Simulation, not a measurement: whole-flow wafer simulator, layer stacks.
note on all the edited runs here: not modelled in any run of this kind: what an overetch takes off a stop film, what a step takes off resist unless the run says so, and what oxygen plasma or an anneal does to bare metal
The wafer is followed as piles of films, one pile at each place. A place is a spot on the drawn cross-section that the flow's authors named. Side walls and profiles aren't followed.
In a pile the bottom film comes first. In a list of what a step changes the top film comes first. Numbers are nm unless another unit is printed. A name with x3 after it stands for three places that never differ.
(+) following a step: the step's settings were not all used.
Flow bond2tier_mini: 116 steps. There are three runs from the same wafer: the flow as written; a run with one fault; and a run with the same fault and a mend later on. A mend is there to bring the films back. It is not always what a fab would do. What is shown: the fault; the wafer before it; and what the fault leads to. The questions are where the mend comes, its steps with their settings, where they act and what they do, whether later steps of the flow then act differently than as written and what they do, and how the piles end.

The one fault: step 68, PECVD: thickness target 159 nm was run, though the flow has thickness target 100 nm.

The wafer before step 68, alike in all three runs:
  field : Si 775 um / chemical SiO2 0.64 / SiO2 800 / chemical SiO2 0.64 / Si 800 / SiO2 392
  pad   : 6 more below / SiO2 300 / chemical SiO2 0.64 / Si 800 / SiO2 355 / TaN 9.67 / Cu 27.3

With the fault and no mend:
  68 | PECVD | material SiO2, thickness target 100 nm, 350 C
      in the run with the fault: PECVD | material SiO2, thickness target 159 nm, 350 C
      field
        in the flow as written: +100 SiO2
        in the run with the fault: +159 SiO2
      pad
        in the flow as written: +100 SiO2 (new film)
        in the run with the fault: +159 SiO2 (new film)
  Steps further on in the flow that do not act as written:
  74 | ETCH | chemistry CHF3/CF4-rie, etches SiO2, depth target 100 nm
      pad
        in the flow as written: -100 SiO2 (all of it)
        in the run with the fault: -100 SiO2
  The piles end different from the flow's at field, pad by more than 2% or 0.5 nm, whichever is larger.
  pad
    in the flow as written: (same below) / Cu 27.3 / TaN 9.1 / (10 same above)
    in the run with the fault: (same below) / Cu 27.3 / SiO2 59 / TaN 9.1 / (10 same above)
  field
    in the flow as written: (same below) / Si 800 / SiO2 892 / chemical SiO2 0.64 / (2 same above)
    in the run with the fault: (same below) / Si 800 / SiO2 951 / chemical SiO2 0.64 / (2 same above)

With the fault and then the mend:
  The mend stands after step 73.
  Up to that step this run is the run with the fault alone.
  73a | STRIP | chemistry O2, over-ash 100% (+)
      field
        -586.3 KrF resist (all of it)
  73b | ETCH | chemistry CHF3/CF4-rie, etches SiO2, depth target 59 nm (a further turn of the flow's step 62, with different settings)
      field, pad
        -59 SiO2
  73c | COAT | KrF resist, thickness 600 nm (a further turn of the flow's step 69)
      field, pad
        +600 KrF resist (new film)
  73d | SOFTBAKE | KrF resist (a further turn of the flow's step 70)
      does not change any film at any place that is followed
  73e | EXPOSE | photomask T2PAD, NA 0.6 (a further turn of the flow's step 71)
      does not change any film at any place that is followed
  73f | PEB | KrF resist (a further turn of the flow's step 72)
      does not change any film at any place that is followed
  73g | DEVELOP | developer TMAH-0.26N, 60 s (a further turn of the flow's step 73)
      field
        -13.7 KrF resist
      pad
        -600 KrF resist (all of it)
  Later steps of the flow that are run all act as written at every place that is followed.
  The piles end the same as the flow's at every place that both follow.
